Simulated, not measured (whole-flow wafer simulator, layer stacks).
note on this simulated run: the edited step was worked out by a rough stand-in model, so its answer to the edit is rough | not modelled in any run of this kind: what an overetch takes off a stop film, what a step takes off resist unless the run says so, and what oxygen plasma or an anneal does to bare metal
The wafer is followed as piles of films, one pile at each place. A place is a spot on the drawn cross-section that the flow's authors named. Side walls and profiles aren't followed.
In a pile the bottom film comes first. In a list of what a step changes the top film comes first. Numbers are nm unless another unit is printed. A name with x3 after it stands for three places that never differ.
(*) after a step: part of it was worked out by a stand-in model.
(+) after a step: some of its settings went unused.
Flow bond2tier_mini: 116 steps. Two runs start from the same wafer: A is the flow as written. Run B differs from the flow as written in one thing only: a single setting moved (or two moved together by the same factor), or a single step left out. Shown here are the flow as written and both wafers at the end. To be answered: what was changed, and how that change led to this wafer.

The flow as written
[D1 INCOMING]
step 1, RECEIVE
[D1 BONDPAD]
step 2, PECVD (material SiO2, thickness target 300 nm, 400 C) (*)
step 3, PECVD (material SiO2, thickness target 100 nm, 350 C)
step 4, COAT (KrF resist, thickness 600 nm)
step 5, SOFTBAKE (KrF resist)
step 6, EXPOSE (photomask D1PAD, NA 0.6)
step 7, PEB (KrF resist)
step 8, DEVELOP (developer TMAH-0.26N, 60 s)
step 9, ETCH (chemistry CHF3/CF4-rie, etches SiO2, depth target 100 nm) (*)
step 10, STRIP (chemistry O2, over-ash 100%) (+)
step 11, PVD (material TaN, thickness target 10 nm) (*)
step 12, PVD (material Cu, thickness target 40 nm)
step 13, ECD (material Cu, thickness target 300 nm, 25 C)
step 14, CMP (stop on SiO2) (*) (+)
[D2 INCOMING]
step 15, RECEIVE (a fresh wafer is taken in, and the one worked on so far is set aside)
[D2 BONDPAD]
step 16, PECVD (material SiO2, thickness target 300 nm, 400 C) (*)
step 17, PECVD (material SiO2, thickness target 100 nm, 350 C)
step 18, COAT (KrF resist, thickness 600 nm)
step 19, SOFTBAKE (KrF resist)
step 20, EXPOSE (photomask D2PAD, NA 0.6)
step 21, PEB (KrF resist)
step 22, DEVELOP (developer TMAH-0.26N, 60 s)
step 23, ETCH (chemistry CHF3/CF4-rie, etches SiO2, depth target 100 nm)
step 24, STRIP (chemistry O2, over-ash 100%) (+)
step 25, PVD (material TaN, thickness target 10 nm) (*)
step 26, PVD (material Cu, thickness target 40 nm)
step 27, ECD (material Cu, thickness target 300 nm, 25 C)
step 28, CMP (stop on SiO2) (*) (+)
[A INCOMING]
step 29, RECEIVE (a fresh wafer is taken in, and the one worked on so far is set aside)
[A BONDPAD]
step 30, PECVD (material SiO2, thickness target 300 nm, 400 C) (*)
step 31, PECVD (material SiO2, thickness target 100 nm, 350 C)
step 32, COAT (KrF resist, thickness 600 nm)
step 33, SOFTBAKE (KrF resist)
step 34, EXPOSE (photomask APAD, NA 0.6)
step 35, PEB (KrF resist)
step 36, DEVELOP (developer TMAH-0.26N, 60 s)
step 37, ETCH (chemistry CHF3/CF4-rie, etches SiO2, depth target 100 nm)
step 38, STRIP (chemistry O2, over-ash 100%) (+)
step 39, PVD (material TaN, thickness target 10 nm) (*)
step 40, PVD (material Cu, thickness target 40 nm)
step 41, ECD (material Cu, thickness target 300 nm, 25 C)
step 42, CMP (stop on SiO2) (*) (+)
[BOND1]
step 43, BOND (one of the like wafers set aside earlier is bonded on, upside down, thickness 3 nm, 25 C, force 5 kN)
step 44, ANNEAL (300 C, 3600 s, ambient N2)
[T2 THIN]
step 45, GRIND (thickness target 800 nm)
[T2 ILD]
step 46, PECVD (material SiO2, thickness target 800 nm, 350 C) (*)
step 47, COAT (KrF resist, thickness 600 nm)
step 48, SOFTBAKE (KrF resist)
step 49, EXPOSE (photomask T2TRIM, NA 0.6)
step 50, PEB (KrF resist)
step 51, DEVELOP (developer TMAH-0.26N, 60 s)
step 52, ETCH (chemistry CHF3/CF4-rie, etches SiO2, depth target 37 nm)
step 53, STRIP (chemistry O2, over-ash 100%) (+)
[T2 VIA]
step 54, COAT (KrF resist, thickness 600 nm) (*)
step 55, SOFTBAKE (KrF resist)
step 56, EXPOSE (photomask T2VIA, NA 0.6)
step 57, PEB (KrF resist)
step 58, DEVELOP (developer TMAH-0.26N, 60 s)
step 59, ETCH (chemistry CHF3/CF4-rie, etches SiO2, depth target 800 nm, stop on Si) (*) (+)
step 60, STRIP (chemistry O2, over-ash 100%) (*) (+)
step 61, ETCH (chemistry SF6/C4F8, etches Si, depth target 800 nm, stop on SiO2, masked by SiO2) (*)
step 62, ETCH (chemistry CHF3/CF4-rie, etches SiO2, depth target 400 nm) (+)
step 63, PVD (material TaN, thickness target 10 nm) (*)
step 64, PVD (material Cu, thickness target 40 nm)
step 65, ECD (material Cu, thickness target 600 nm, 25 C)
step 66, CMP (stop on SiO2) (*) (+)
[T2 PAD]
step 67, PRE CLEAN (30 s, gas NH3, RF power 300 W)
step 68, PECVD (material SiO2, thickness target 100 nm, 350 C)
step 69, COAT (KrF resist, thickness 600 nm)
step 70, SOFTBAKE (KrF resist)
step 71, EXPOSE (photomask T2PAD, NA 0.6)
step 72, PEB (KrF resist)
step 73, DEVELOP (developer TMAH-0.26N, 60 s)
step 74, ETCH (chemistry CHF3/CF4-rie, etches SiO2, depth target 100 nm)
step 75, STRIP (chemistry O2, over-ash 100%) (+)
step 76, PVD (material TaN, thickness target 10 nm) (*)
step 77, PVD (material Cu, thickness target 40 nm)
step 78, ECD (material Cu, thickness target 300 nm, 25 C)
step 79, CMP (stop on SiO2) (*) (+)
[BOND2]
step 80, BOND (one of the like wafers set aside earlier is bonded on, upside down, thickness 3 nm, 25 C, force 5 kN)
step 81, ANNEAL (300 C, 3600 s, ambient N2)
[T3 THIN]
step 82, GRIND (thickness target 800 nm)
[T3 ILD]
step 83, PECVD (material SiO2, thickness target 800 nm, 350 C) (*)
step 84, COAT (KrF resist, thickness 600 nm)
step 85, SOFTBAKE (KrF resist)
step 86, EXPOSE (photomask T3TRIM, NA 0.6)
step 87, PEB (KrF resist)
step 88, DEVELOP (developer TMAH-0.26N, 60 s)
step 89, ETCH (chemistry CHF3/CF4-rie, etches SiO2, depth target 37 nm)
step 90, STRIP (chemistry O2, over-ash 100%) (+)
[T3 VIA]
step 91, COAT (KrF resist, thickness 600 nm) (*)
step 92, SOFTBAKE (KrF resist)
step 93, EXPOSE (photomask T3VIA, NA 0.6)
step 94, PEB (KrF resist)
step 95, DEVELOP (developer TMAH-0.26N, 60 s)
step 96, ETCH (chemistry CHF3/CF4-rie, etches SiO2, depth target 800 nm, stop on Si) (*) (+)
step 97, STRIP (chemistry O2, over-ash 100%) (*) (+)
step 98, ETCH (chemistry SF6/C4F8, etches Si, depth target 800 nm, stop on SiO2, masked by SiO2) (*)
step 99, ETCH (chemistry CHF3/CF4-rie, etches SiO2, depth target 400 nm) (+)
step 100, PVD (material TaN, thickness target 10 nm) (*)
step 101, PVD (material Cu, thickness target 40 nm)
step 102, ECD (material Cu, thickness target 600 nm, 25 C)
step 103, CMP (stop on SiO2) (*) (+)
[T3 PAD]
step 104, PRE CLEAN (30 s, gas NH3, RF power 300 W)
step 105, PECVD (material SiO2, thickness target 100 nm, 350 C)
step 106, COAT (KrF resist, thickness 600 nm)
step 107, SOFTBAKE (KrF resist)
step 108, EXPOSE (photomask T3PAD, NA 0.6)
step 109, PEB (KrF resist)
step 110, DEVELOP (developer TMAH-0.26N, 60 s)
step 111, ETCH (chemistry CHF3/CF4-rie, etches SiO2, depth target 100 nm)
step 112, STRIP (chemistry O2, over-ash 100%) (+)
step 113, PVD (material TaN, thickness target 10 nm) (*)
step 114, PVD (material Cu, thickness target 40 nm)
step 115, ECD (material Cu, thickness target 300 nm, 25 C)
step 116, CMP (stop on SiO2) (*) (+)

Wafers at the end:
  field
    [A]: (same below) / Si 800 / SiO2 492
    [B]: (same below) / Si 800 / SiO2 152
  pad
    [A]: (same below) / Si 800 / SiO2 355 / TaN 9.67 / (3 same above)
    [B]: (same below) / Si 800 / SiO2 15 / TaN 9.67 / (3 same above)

The reason: step 83, PECVD: thickness target 460 nm was run, though the flow has thickness target 800 nm.

How this came from the change, step by step:
  step 83, PECVD (material SiO2, thickness target 800 nm, 350 C) (*)
      field, pad: A SiO2 gains 800 (new film) | B SiO2 gains 460 (new film)
  step 96, ETCH (chemistry CHF3/CF4-rie, etches SiO2, depth target 800 nm, stop on Si) (*) (+)
      field, pad: A KrF resist loses 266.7 | B KrF resist loses 211.5
  step 97, STRIP (chemistry O2, over-ash 100%) (*) (+)
      field: A KrF resist loses 303.9 (all of it) | B KrF resist loses 359.1 (all of it)
      pad: A KrF resist loses 336 (all of it) | B KrF resist loses 391.1 (all of it)
